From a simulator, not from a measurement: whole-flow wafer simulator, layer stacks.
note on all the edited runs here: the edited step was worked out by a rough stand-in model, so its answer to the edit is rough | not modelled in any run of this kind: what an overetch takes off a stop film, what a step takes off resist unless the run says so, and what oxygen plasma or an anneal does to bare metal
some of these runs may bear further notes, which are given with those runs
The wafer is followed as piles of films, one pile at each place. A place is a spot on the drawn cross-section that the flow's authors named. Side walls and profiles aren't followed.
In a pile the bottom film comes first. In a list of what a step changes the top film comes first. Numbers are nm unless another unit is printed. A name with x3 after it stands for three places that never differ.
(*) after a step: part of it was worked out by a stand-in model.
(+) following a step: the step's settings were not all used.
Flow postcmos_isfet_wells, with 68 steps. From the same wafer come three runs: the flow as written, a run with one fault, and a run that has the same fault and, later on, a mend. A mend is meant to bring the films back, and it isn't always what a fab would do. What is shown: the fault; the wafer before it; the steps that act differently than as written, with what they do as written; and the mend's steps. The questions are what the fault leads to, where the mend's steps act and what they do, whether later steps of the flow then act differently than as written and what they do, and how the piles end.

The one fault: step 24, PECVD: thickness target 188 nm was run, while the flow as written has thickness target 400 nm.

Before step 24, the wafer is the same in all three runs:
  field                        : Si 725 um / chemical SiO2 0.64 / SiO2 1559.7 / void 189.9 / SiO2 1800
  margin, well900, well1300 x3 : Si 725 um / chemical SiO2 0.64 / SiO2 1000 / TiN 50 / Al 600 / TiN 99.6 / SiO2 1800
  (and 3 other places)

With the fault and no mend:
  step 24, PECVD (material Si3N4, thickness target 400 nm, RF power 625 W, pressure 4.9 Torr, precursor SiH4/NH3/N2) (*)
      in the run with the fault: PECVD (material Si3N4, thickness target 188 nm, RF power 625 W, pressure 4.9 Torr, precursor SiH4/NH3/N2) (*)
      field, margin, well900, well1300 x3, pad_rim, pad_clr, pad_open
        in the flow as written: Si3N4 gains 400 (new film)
        in the run with the fault: Si3N4 gains 188 (new film)
  Later steps of the flow acting differently than as written (2 other steps are not shown; they differ only slightly, by no more than 2% or 0.5 nm, whichever is larger):
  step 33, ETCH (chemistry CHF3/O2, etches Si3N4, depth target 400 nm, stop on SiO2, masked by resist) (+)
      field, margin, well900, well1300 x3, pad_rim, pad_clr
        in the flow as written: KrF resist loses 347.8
        in the run with the fault: KrF resist loses 245.2
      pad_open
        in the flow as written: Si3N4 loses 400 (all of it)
        in the run with the fault: Si3N4 loses 188 (all of it)
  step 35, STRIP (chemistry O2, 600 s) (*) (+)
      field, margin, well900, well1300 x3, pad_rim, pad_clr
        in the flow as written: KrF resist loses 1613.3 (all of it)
        in the run with the fault: KrF resist loses 1715.9 (all of it)
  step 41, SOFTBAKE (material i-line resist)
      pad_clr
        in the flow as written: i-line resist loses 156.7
        in the run with the fault: i-line resist loses 135.7
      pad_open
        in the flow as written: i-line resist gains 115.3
        in the run with the fault: i-line resist gains 105.9
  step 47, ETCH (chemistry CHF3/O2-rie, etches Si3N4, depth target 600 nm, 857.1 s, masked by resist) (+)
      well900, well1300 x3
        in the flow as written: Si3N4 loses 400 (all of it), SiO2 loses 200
        in the run with the fault: Si3N4 loses 188 (all of it), SiO2 loses 412
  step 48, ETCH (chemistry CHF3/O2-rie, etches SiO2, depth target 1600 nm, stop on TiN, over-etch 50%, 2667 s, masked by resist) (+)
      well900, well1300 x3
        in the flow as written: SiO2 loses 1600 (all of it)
        in the run with the fault: SiO2 loses 1388 (all of it)
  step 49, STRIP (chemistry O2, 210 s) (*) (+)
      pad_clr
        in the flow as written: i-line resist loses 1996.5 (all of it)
        in the run with the fault: i-line resist loses 2083.8 (all of it)
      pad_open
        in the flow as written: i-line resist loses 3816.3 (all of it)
        in the run with the fault: i-line resist loses 3730.8 (all of it)
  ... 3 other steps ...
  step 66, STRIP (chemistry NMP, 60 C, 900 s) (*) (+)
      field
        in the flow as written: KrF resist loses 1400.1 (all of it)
        in the run with the fault: KrF resist loses 1500.7 (all of it)
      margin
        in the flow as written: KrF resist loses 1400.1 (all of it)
        in the run with the fault: KrF resist loses 1500.6 (all of it)
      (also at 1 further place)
  At field, margin, pad_rim, pad_clr, the piles at the end differ from the flow's by more than 2% or 0.5 nm, whichever is larger.
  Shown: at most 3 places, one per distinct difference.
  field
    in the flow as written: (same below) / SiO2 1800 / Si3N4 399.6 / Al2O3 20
    in the run with the fault: (same below) / SiO2 1800 / Si3N4 187.6 / Al2O3 20
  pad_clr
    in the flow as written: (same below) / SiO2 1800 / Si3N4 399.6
    in the run with the fault: (same below) / SiO2 1800 / Si3N4 187.6

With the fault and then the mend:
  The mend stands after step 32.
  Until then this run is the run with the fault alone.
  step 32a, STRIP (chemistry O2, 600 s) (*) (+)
      field, margin, well900, well1300 x3, pad_rim, pad_clr
        KrF resist loses 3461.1 (all of it)
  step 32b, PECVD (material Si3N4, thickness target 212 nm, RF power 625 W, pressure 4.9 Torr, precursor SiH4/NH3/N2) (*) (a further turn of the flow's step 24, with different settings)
      field, margin, well900, well1300 x3, pad_rim, pad_clr, pad_open
        Si3N4 gains 212
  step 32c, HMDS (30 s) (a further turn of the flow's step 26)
      alters no film at any place that is followed
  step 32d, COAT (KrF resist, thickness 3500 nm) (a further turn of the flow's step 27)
      field, margin, well900, well1300 x3, pad_rim, pad_clr, pad_open
        KrF resist gains 3500 (new film)
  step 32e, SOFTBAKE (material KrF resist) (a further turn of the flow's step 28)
      alters no film at any place that is followed
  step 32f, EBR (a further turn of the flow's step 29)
      alters no film at any place that is followed
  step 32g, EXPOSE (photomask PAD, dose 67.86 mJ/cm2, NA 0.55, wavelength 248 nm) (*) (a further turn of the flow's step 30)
      alters no film at any place that is followed
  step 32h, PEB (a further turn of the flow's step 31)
      field, margin, well900, well1300 x3, pad_rim, pad_clr, pad_open
        KrF resist loses 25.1
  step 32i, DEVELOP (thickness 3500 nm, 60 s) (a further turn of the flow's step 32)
      field, margin, well900, well1300 x3, pad_rim, pad_clr
        KrF resist loses 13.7
      pad_open
        KrF resist loses 3474.9 (all of it)
  Every later step of the flow that is run acts as written at every place that is followed.
  At every place that both follow, the piles at the end match the flow's.
